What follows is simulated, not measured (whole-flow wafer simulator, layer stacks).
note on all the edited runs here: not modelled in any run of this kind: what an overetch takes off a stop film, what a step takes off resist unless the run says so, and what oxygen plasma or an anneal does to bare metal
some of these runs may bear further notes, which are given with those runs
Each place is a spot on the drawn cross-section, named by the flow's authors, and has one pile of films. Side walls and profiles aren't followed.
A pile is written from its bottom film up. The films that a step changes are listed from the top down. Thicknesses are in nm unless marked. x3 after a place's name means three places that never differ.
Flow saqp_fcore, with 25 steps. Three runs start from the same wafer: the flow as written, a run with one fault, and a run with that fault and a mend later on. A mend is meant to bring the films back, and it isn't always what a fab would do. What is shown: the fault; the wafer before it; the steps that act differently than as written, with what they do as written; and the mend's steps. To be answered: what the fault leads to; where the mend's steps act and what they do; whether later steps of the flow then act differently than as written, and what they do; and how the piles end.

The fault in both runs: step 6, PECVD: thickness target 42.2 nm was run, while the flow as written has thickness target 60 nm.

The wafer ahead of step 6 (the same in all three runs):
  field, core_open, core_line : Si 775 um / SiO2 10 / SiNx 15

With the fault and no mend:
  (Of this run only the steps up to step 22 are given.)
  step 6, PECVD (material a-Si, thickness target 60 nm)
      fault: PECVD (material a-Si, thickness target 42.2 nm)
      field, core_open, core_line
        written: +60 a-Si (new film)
        fault: +42.2 a-Si (new film)
  None of the later steps of the flow up to step 22 acts differently than as written at any place that is followed.
  After step 22, at field, core_open, core_line, the piles differ from the flow's by more than 2% or 0.5 nm, whichever is larger.
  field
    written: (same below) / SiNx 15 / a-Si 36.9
    fault: (same below) / SiNx 15 / a-Si 19.1
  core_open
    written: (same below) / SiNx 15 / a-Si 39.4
    fault: (same below) / SiNx 15 / a-Si 21.6
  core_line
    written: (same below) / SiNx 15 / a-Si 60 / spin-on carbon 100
    fault: (same below) / SiNx 15 / a-Si 42.2 / spin-on carbon 100

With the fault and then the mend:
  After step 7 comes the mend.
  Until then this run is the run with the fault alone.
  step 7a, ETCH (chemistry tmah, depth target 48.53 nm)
      field, core_open, core_line
        -42.2 a-Si (all of it)
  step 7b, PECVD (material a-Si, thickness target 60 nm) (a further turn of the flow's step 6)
      field, core_open, core_line
        +60 a-Si (new film)
  None of the later steps of the flow acts differently than as written at any place that is followed.
  At every place that both follow, the piles at the end match the flow's.
